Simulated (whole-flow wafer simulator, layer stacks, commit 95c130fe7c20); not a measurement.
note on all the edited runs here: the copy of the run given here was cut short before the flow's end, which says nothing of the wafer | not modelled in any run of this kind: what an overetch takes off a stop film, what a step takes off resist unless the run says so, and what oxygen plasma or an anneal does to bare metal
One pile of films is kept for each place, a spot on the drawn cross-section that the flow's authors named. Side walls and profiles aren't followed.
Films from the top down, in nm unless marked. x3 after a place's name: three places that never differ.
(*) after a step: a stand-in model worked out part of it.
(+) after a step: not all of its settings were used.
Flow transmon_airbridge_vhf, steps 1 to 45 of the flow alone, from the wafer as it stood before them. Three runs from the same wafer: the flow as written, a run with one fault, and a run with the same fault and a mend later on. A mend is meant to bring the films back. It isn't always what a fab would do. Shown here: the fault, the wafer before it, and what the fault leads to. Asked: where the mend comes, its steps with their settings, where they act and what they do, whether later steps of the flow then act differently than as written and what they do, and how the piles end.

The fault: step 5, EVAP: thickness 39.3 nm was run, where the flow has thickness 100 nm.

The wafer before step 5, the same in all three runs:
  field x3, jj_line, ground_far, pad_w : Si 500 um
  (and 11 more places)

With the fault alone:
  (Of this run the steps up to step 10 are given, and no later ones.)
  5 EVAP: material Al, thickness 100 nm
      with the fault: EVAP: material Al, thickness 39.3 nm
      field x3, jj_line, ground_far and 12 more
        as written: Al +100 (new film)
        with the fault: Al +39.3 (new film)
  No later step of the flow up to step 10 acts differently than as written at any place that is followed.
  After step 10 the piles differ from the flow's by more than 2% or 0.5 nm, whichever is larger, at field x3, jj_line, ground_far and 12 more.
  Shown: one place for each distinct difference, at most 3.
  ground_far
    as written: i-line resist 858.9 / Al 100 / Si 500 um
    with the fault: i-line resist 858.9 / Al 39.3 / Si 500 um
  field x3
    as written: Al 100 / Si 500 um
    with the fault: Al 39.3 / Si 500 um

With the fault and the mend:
  The mend comes after step 10.
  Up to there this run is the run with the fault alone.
  10a STRIP: i-line resist, 80 C, 600 s (+)
      ground_far, pad_w, flank_w and 8 more
        i-line resist -858.9 (all of it)
  10b EVAP: material Al, thickness 60.7 nm (the flow's step 5 once more, with other settings)
      field x3, jj_line, ground_far and 12 more
        Al +60.7
  10c COAT: i-line resist, thickness 900 nm (the flow's step 6 once more)
      field x3, jj_line, ground_far and 12 more
        i-line resist +900 (new film)
  10d SOFTBAKE: i-line resist, 90 C, 90 s (the flow's step 7 once more)
      changes no film at any place that is followed
  10e EXPOSE: i-line resist, thickness 900 nm, photomask AB CPW, dose 155.4 mJ/cm2, NA 0.45, wavelength 365 nm (*) (the flow's step 8 once more)
      changes no film at any place that is followed
  10f PEB: i-line resist, 110 C, 60 s (the flow's step 9 once more)
      field x3, jj_line, ground_far and 12 more
        i-line resist -41
  10g DEVELOP: i-line resist, thickness 900 nm, developer developer-B, 60 s (the flow's step 10 once more)
      ground_far, pad_w, flank_w and 8 more
        i-line resist -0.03
      field x3, jj_line, gap_w, gap_e
        i-line resist -859 (all of it)
  No later step of the flow acts differently than as written at any place that is followed.
  At the end the piles are the same as the flow's at every place that both follow.
